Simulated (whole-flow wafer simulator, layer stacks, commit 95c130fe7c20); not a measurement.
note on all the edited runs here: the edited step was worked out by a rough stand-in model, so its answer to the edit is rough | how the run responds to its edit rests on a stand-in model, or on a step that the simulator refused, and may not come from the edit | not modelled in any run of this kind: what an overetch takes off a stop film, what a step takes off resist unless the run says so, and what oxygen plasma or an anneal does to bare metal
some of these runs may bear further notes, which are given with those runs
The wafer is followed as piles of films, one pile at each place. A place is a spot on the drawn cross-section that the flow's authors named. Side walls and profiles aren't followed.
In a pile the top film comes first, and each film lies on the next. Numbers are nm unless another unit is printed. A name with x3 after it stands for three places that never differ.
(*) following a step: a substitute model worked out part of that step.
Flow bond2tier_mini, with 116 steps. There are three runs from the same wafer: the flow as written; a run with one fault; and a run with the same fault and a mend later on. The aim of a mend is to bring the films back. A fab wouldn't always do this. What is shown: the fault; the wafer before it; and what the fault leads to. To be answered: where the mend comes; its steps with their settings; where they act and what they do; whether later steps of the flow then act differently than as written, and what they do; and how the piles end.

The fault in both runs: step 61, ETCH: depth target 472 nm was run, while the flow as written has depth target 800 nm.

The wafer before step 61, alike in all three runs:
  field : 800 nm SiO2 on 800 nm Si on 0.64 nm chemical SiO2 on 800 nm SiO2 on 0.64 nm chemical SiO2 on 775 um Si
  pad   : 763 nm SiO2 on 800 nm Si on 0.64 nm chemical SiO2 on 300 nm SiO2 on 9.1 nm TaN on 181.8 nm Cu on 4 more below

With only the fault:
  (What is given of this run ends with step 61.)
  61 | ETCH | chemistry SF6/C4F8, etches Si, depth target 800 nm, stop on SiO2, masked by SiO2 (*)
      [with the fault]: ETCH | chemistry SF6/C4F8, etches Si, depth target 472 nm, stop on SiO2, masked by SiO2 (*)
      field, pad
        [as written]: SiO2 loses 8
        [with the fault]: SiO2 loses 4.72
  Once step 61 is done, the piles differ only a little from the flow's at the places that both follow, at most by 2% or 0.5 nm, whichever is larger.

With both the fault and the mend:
  The mend stands after step 61.
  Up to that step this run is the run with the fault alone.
  61a | ETCH | chemistry SF6/C4F8, etches Si, depth target 328 nm, stop on SiO2, masked by SiO2 (*) (the flow's step 61 again, with other settings)
      field, pad
        SiO2 loses 3.28
  Every later step of the flow that is run acts as written at every place that is followed.
  By the end, the piles equal the flow's at every place that both follow.
